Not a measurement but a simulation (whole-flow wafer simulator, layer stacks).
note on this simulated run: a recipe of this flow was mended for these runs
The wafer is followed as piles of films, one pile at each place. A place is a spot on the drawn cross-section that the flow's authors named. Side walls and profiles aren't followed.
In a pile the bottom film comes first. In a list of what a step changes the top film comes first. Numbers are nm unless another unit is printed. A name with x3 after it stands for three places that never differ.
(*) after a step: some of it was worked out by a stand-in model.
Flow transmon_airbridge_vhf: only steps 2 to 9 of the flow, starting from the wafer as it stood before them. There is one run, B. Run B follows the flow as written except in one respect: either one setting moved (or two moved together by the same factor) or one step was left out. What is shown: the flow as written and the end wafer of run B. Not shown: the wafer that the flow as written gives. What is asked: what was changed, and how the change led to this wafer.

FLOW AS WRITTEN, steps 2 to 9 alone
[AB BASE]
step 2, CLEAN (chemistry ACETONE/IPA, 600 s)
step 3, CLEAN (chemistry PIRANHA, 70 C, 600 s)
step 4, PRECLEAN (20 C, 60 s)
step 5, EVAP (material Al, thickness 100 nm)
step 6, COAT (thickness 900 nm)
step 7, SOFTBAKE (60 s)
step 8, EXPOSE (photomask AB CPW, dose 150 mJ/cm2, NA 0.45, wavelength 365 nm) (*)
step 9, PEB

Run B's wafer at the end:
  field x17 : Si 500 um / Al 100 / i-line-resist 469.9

Cause: step 6, COAT: thickness 495 nm was run, while the flow as written has thickness 900 nm.

The path from the change to this, step by step:
  step 6, COAT (thickness 900 nm)
      field x17: i-line-resist gains 495 (new film) (in the flow as written it would be: i-line-resist gains 900 (new film))
  step 9, PEB
      field x17: i-line-resist loses 25.1 (in the flow as written it would be: i-line-resist loses 46.5)
